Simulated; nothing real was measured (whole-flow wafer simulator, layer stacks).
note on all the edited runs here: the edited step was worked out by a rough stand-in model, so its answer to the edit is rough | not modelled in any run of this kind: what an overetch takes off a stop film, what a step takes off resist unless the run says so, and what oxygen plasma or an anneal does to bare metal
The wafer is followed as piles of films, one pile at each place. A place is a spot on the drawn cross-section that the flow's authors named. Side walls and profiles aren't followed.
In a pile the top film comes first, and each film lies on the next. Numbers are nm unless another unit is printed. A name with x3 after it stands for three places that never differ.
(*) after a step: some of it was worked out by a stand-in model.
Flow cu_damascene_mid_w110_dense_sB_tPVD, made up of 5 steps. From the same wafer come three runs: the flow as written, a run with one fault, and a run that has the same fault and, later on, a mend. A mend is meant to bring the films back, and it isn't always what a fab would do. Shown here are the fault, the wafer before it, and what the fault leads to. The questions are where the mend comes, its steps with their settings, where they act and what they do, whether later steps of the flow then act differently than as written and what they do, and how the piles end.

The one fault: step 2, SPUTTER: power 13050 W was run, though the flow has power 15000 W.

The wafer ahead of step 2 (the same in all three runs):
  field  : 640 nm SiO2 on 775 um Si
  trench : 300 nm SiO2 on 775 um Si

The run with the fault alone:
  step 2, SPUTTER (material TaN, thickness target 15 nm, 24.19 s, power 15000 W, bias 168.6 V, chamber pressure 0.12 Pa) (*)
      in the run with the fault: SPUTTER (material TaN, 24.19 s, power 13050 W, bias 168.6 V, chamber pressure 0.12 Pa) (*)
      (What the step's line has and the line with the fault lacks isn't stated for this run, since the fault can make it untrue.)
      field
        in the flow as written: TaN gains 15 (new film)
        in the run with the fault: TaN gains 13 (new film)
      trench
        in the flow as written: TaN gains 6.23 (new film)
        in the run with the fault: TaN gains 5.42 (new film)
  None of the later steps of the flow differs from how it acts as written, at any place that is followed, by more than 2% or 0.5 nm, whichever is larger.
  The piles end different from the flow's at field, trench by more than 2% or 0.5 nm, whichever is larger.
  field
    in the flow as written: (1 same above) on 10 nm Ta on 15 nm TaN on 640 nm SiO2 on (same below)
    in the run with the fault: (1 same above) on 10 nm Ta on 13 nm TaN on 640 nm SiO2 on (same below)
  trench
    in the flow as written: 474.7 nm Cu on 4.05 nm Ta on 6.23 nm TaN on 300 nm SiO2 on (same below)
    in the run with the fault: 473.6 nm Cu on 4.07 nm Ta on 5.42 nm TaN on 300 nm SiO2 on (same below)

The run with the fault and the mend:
  The mend follows step 2.
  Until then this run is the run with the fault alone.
  step 2a, SPUTTER (material TaN, thickness target 1.953 nm, 3.149 s, power 15000 W, bias 168.6 V, chamber pressure 0.12 Pa) (*) (the flow's step 2 again, with other settings)
      field
        TaN gains 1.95
      trench
        TaN gains 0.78
  None of the later steps of the flow differs from how it acts as written, at any place that is followed, by more than 2% or 0.5 nm, whichever is larger.
  The piles end only slightly different from the flow's at the places that both follow, by no more than 2% or 0.5 nm, whichever is larger.
